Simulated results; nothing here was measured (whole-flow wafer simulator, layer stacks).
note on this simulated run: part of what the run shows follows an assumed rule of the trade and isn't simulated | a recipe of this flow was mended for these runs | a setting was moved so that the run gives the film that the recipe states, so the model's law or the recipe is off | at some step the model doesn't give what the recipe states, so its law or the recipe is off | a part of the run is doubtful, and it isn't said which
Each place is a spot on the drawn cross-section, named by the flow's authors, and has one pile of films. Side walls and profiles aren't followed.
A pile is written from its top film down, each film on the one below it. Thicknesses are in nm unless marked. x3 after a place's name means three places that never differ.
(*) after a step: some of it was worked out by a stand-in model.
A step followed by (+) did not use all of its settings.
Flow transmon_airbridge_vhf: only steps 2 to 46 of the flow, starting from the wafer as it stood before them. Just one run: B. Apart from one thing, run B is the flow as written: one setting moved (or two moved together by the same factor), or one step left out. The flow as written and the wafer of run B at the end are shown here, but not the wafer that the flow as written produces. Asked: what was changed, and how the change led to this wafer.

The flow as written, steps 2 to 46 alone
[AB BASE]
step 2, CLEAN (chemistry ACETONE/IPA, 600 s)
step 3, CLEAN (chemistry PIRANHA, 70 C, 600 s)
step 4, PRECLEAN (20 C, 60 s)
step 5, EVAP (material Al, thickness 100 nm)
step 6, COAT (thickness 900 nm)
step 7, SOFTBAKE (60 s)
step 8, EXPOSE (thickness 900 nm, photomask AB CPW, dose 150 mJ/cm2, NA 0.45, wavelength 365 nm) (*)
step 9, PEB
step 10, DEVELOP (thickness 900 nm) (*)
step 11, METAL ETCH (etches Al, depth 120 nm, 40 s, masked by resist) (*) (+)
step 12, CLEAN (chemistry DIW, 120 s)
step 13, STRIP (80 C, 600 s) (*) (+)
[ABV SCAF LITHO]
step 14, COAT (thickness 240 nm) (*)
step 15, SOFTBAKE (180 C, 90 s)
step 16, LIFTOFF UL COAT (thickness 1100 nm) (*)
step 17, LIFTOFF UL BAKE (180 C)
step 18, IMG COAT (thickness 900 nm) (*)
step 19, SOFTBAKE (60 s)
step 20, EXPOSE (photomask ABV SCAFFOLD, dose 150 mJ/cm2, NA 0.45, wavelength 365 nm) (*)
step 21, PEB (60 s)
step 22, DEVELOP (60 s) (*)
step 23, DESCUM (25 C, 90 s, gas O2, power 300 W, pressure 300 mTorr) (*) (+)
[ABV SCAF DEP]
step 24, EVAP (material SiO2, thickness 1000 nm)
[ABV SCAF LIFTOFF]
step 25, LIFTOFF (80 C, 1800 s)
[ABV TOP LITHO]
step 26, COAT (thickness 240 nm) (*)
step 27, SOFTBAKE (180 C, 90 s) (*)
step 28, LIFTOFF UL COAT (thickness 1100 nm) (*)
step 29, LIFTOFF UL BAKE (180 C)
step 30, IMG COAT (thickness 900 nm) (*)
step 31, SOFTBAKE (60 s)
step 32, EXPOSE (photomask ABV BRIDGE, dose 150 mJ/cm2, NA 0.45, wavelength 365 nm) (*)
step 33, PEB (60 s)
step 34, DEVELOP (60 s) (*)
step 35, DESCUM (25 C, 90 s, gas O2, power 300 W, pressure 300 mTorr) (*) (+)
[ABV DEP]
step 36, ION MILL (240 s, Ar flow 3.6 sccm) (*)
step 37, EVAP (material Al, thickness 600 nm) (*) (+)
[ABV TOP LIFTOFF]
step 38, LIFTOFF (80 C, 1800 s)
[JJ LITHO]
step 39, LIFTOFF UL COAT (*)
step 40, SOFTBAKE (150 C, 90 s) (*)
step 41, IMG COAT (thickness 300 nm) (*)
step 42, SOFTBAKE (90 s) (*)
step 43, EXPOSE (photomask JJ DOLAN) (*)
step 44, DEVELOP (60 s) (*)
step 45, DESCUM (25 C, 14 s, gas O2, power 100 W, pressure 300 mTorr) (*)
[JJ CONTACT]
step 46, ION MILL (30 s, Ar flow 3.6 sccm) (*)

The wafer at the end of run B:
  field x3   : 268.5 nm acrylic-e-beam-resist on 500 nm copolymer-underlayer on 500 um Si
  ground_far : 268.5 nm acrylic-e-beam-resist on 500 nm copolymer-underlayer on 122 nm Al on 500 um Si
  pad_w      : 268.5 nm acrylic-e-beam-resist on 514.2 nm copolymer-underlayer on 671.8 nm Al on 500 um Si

The reason: step 5, EVAP: thickness 122 nm was run, though the flow has thickness 100 nm.
One can read it off the wafer: ground_far has Al 122, and step 5 as written asks for 100 nm.

How this came from the change, step by step:
  step 5, EVAP (material Al, thickness 100 nm)
      field x3, jj_line, ground_far and 12 more: Al gains 122 (new film) (as written it would have been: Al gains 100 (new film))
  step 11, METAL ETCH (etches Al, depth 120 nm, 40 s, masked by resist) (*) (+)
      field x3, jj_line, gap_w, gap_e: Al loses 108.7 (all of it), Si loses 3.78 (as written it would have been: Al loses 86.7 (all of it), Si loses 11.1)
